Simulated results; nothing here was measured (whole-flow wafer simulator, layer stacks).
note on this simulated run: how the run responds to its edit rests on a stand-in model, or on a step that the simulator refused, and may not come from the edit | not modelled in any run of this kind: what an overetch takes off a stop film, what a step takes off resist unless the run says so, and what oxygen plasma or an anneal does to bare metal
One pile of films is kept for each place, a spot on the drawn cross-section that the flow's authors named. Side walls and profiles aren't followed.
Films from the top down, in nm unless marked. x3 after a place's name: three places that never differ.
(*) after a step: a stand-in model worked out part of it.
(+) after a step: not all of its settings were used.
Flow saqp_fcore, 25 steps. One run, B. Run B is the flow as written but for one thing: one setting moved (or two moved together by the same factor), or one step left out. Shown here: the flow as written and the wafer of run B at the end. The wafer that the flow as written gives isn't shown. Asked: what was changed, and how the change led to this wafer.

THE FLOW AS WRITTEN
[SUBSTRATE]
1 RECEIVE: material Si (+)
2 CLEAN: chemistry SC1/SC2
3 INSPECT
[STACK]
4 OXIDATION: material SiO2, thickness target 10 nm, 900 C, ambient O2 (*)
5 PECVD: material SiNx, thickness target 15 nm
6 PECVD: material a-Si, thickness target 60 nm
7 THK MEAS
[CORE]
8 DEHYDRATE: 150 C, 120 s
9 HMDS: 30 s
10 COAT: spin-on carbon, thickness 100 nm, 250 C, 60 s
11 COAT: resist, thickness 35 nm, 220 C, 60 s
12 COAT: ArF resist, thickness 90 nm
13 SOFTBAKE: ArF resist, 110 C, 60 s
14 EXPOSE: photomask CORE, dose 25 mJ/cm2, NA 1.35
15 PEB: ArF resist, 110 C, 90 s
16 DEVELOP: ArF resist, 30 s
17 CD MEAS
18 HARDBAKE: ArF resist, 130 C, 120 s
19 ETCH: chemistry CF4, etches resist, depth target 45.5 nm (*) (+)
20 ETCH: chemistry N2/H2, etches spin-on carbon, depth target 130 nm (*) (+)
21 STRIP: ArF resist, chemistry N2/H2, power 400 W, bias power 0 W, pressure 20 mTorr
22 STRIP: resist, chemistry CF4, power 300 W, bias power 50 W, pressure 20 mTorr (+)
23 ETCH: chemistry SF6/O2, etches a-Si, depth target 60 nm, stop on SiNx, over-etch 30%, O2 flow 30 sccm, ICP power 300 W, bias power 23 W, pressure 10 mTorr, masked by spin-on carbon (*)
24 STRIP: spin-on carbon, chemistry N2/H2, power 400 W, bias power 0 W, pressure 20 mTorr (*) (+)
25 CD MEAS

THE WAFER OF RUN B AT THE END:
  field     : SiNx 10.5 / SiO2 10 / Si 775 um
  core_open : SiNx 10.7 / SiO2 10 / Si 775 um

The cause: step 11, COAT: thickness 28 nm was run, where the flow has thickness 35 nm.

How the change led to this, step by step:
  11 COAT: resist, thickness 35 nm, 220 C, 60 s
      field, core_open, core_line: resist +28 (new film) (as written it would be: resist +35 (new film))
  19 ETCH: chemistry CF4, etches resist, depth target 45.5 nm (*) (+)
      field, core_open: resist -28 (all of it), spin-on carbon -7 (as written it would be: resist -35 (all of it), spin-on carbon -5.25)
      core_line: ArF resist -30 (as written it would be: ArF resist -32.5)
  20 ETCH: chemistry N2/H2, etches spin-on carbon, depth target 130 nm (*) (+)
      core_line: ArF resist -54.9 (all of it), resist -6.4 (as written it would be: ArF resist -52.4 (all of it), resist -6.5)
  22 STRIP: resist, chemistry CF4, power 300 W, bias power 50 W, pressure 20 mTorr (+)
      field: a-Si -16 (as written it would be: a-Si -21.2)
      core_open: a-Si -14.2 (as written it would be: a-Si -18.6)
      (and at 1 more place)
  23 ETCH: chemistry SF6/O2, etches a-Si, depth target 60 nm, stop on SiNx, over-etch 30%, O2 flow 30 sccm, ICP power 300 W, bias power 23 W, pressure 10 mTorr, masked by spin-on carbon (*)
      field: a-Si -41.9 (all of it), SiNx -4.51 (as written it would be: a-Si -36.9 (all of it), SiNx -5.14)
      core_open: a-Si -43.7 (all of it), SiNx -4.28 (as written it would be: a-Si -39.4 (all of it), SiNx -4.82)
      (and at 1 more place)
